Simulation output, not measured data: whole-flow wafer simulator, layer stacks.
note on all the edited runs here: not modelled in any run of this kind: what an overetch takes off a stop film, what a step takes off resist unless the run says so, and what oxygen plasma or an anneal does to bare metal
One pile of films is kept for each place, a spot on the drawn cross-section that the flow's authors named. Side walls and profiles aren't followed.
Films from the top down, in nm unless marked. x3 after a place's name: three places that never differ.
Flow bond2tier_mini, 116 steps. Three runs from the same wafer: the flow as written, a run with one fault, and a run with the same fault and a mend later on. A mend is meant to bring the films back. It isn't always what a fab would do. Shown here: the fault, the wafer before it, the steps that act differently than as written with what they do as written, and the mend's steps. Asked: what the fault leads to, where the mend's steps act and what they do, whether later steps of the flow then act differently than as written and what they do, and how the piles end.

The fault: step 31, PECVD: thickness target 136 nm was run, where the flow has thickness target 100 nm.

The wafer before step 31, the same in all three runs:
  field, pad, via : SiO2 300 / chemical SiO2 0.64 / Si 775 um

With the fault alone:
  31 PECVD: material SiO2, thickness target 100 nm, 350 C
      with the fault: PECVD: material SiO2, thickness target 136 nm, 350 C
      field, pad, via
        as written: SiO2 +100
        with the fault: SiO2 +136
  No later step of the flow acts differently than as written at any place that is followed.
  At the end the piles differ from the flow's by more than 2% or 0.5 nm, whichever is larger, at field, pad.
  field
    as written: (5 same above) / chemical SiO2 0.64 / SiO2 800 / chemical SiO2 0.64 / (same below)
    with the fault: (5 same above) / chemical SiO2 0.64 / SiO2 836 / chemical SiO2 0.64 / (same below)
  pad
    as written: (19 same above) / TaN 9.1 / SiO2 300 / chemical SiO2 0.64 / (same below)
    with the fault: (19 same above) / TaN 9.1 / SiO2 336 / chemical SiO2 0.64 / (same below)

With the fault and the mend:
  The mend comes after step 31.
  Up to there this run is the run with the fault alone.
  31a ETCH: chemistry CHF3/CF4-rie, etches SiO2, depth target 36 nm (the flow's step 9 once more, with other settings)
      field, pad, via
        SiO2 -36
  No later step of the flow acts differently than as written at any place that is followed.
  At the end the piles are the same as the flow's at every place that both follow.
